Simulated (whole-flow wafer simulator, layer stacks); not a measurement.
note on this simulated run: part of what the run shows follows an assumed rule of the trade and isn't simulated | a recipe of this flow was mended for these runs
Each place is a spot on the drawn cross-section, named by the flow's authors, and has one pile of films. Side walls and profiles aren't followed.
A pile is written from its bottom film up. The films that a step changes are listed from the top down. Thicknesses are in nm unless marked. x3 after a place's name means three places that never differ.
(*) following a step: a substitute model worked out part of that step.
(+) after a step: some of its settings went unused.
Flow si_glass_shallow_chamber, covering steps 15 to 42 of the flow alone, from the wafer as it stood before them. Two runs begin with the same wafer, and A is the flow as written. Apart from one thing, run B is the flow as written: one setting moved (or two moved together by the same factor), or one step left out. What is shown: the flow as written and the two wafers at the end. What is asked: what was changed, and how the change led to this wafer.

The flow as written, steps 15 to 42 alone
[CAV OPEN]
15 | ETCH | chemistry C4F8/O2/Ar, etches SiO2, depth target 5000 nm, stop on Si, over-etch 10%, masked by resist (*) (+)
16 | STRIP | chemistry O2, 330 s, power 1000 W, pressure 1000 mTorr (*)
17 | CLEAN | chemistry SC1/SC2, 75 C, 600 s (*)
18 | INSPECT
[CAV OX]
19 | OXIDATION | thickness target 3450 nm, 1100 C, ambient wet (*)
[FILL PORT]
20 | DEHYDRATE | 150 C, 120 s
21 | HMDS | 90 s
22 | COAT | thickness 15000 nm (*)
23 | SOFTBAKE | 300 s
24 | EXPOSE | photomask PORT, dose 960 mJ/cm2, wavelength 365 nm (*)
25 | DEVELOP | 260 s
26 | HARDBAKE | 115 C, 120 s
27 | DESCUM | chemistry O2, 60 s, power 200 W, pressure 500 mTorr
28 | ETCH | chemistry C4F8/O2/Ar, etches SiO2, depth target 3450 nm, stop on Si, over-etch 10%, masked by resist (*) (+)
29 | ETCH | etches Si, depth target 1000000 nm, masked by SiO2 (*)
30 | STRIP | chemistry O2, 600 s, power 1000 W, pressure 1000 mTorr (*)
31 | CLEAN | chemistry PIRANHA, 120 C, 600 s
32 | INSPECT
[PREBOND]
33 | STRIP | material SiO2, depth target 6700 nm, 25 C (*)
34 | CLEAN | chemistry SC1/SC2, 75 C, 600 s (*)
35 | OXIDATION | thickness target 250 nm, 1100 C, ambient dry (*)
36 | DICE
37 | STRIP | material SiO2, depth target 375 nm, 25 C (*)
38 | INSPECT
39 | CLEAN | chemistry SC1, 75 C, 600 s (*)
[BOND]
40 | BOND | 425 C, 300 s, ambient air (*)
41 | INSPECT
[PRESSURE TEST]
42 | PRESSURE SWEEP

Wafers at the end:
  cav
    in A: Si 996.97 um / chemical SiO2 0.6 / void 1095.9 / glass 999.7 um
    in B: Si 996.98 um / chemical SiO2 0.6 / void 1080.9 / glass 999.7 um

The reason: step 15, ETCH: over-etch 7.6% was run, though the flow has over-etch 10%.

Step by step, how the change led to this:
  15 | ETCH | chemistry C4F8/O2/Ar, etches SiO2, depth target 5000 nm, stop on Si, over-etch 10%, masked by resist (*) (+)
      rim, ramp, septum, ring: A thick-i-line-resist loses 1100 | B thick-i-line-resist loses 1076
      cav, port: A SiO2 loses 5000 (all of it), Si loses 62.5 | B SiO2 loses 5000 (all of it), Si loses 47.5
  22 | COAT | thickness 15000 nm (*)
      rim: A thick-i-line-resist gains 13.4 um (new film) | B thick-i-line-resist gains 13.41 um (new film)
      ramp: A thick-i-line-resist gains 12.89 um (new film) | B thick-i-line-resist gains 12.9 um (new film)
      (and at 1 other place as well)
  25 | DEVELOP | 260 s
      port: A thick-i-line-resist loses 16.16 um (all of it) | B thick-i-line-resist loses 16.15 um (all of it)
  29 | ETCH | etches Si, depth target 1000000 nm, masked by SiO2 (*)
      rim, ramp: A thick-i-line-resist loses 11.47 um (all of it), SiO2 loses 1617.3 | B thick-i-line-resist loses 11.48 um (all of it), SiO2 loses 1611.8
      port: A hole gains 997.05 um (new film), Si loses 997.05 um (all of it) | B hole gains 997.06 um (new film), Si loses 997.06 um (all of it)
